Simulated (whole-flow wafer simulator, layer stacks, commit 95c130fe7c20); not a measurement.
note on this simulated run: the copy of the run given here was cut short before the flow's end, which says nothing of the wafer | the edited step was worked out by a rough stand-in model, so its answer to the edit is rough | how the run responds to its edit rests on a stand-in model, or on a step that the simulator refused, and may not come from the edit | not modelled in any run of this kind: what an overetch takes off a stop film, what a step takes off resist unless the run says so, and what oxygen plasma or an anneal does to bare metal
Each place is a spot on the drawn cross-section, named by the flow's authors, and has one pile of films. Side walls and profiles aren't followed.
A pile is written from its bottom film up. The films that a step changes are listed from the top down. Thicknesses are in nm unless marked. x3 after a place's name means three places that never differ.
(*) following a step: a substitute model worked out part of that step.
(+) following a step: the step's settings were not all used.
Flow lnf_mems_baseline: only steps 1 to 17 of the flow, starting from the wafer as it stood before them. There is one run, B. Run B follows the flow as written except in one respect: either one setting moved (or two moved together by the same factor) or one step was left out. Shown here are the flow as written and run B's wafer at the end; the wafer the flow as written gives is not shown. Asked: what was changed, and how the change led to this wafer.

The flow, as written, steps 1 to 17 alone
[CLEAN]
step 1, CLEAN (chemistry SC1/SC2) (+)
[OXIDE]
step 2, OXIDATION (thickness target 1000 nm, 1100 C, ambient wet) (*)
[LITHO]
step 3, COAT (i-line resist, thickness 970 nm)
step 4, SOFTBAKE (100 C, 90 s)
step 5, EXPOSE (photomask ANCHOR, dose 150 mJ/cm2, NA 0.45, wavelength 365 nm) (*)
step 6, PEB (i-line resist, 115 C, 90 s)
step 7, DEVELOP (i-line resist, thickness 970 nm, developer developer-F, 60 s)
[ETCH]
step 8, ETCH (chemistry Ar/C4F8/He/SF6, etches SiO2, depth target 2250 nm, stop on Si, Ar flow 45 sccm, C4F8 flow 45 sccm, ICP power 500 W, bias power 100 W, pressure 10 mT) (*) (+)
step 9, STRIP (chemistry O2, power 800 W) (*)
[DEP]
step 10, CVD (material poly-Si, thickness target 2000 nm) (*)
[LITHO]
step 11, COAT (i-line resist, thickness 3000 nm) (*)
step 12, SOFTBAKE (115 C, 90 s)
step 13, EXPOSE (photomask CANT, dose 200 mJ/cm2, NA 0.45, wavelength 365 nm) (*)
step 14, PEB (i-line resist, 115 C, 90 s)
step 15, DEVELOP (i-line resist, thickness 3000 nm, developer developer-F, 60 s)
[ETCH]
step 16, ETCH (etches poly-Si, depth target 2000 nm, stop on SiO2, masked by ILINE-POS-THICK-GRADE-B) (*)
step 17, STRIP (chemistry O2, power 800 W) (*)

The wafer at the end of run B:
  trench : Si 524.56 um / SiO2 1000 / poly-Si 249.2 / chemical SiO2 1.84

Cause: step 16, ETCH: depth target 1750 nm was run, while the flow as written has depth target 2000 nm.

How this came from the change, step by step:
  step 16, ETCH (etches poly-Si, depth target 2000 nm, stop on SiO2, masked by ILINE-POS-THICK-GRADE-B) (*)
      trench, char_slit: -1750 poly-Si (as written it would have been: -2000 poly-Si (all of it))
      field, anchor, beam: -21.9 i-line resist (as written it would have been: -25 i-line resist)
  step 17, STRIP (chemistry O2, power 800 W) (*)
      trench, char_slit: +1.84 chemical SiO2 (new film), -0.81 poly-Si (as written it would have been: nothing)
